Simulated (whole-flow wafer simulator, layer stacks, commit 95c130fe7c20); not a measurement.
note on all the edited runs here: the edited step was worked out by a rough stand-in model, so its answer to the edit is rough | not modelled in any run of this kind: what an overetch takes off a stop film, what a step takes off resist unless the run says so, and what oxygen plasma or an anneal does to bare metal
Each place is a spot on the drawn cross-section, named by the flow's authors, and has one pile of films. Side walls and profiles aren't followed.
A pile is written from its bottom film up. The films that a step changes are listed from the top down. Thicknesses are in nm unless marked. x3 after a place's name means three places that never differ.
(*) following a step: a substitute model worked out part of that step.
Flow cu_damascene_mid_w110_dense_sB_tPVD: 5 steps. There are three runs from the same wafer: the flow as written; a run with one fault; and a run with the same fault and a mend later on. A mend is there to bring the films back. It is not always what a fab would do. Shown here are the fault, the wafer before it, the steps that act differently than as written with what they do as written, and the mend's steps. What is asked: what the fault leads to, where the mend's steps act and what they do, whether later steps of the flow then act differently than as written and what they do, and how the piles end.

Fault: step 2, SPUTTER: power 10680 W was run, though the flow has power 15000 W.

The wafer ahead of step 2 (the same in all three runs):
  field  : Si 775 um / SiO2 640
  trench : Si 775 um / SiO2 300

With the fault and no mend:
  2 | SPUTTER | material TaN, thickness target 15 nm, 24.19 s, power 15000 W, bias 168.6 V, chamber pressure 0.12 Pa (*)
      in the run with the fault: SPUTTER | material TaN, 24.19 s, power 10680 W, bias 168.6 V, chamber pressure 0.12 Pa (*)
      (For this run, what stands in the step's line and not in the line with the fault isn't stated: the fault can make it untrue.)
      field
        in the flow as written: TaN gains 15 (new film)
        in the run with the fault: TaN gains 10.7 (new film)
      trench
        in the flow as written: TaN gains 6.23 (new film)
        in the run with the fault: TaN gains 4.43 (new film)
  Every later step of the flow that is run acts as written, at every place that is followed, to within 2% or 0.5 nm, whichever is larger.
  The piles end different from the flow's at field, trench by more than 2% or 0.5 nm, whichever is larger.
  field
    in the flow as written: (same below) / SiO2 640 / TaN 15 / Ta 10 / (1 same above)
    in the run with the fault: (same below) / SiO2 640 / TaN 10.7 / Ta 10 / (1 same above)
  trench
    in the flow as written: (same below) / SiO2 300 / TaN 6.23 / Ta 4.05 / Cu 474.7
    in the run with the fault: (same below) / SiO2 300 / TaN 4.43 / Ta 4.1 / Cu 472.1

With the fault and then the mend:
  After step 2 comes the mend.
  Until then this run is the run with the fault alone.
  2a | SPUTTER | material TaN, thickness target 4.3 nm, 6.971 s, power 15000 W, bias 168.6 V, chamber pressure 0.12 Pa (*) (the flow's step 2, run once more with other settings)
      field
        TaN gains 4.3
      trench
        TaN gains 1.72
  Every later step of the flow that is run acts as written, at every place that is followed, to within 2% or 0.5 nm, whichever is larger.
  At the end the piles are close to the flow's at the places that both follow, differing by at most 2% or 0.5 nm, whichever is larger.
